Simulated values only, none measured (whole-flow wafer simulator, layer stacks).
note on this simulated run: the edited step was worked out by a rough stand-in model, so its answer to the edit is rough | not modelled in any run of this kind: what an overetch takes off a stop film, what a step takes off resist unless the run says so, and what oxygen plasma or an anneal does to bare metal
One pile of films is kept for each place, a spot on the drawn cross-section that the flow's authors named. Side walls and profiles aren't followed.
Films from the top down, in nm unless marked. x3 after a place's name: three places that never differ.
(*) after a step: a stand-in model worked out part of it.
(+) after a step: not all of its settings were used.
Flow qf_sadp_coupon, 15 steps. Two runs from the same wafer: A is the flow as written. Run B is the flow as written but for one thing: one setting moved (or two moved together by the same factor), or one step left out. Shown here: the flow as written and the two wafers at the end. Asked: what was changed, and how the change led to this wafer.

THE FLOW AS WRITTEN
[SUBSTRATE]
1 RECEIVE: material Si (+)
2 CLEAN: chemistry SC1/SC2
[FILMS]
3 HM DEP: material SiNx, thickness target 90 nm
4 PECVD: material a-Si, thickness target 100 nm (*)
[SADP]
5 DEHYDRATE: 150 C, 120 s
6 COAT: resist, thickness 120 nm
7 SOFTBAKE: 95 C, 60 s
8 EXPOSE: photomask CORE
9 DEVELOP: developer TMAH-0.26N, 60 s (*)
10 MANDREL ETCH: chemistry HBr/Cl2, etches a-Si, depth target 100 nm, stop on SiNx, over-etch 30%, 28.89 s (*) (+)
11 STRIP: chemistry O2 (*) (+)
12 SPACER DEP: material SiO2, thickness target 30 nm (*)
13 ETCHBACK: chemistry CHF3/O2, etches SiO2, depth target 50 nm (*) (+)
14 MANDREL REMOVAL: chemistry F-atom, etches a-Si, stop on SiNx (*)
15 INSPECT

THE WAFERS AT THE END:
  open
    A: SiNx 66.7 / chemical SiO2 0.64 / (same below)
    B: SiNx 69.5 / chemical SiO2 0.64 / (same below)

The cause: step 4, PECVD: thickness target 120 nm was run, where the flow has thickness target 100 nm.

How the change led to this, step by step:
  4 PECVD: material a-Si, thickness target 100 nm (*)
      m, open: A a-Si +100 (new film) | B a-Si +120 (new film)
  10 MANDREL ETCH: chemistry HBr/Cl2, etches a-Si, depth target 100 nm, stop on SiNx, over-etch 30%, 28.89 s (*) (+)
      open: A a-Si -100 (all of it), SiNx -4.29 | B a-Si -120 (all of it), SiNx -1.43
  14 MANDREL REMOVAL: chemistry F-atom, etches a-Si, stop on SiNx (*)
      m: A a-Si -95.8 (all of it) | B a-Si -115.8 (all of it)
